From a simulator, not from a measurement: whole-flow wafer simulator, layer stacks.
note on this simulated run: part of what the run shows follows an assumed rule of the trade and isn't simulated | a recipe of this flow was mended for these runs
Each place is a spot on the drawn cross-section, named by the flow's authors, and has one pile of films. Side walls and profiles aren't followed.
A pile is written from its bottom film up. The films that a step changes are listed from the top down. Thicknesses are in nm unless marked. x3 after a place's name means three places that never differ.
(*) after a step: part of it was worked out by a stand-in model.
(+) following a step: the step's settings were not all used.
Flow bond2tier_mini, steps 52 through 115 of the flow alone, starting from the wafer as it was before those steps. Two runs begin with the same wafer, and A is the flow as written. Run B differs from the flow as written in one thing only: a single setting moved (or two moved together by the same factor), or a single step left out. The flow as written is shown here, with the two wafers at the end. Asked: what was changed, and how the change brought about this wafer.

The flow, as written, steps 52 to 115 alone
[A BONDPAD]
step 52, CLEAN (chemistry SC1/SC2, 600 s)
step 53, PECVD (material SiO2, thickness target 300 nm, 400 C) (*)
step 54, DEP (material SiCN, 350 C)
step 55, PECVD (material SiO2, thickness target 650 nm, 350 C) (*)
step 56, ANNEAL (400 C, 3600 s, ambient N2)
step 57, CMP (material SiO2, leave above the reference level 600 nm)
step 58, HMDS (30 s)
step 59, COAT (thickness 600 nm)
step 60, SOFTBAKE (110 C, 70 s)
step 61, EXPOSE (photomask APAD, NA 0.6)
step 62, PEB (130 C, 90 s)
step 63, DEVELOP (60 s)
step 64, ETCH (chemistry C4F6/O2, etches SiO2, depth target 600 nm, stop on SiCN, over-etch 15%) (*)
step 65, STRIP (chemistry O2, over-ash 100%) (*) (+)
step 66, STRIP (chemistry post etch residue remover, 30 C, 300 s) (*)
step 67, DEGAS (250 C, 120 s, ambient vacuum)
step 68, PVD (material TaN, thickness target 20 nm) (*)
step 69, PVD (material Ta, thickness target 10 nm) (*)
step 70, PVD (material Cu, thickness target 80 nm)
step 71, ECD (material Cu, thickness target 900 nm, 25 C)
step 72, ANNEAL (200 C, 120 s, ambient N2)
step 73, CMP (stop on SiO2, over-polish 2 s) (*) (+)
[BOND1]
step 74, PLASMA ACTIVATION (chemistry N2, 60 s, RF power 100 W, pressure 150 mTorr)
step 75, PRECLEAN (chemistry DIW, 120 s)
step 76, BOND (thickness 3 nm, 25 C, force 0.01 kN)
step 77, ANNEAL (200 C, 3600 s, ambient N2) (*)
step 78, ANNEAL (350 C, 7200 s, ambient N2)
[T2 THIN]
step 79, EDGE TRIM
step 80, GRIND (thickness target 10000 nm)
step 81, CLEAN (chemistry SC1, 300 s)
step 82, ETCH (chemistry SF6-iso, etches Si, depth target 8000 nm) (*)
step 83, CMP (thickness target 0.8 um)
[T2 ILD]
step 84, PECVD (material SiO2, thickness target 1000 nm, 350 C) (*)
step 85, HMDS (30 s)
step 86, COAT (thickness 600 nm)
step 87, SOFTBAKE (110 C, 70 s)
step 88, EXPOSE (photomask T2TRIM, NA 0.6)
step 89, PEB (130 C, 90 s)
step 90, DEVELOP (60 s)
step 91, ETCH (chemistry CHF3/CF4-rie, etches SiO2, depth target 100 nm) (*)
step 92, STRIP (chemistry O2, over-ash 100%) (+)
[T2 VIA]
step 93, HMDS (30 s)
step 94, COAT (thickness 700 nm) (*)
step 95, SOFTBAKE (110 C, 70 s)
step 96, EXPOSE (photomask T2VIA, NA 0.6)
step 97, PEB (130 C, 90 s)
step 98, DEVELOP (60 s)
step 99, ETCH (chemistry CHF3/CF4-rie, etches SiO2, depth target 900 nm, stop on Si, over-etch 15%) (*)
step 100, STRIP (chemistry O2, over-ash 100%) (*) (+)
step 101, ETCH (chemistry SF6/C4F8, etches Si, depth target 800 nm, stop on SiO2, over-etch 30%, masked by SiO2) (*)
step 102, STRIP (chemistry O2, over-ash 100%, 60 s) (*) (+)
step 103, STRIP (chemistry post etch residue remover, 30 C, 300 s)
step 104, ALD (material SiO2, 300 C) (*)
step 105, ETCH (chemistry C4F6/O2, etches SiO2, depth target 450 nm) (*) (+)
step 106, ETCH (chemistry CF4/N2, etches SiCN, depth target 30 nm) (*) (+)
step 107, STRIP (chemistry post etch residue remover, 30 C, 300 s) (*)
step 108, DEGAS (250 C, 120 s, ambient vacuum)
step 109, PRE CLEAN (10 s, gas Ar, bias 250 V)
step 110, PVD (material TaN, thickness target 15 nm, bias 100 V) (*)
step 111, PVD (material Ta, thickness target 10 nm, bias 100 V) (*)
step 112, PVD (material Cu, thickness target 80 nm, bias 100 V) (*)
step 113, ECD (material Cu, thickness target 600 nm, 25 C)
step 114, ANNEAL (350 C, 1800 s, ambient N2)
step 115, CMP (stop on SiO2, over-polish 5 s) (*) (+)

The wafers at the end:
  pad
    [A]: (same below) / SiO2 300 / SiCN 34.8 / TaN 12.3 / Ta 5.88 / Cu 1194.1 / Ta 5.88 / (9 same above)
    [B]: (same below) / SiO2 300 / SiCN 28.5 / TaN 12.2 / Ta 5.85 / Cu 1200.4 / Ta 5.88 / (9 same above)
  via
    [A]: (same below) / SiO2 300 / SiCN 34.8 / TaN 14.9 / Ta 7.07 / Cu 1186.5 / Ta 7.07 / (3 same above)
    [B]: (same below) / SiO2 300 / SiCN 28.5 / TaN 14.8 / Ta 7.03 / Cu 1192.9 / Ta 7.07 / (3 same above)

Cause: step 64, ETCH: over-etch 21.2% was run, while the flow as written has over-etch 15%.

Step by step, how the change led to this:
  step 64, ETCH (chemistry C4F6/O2, etches SiO2, depth target 600 nm, stop on SiCN, over-etch 15%) (*)
      pad, via: A SiO2 loses 600 (all of it), SiCN loses 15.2 | B SiO2 loses 600 (all of it), SiCN loses 21.5
      field: A thick-KrF-resist loses 115 | B thick-KrF-resist loses 121.2
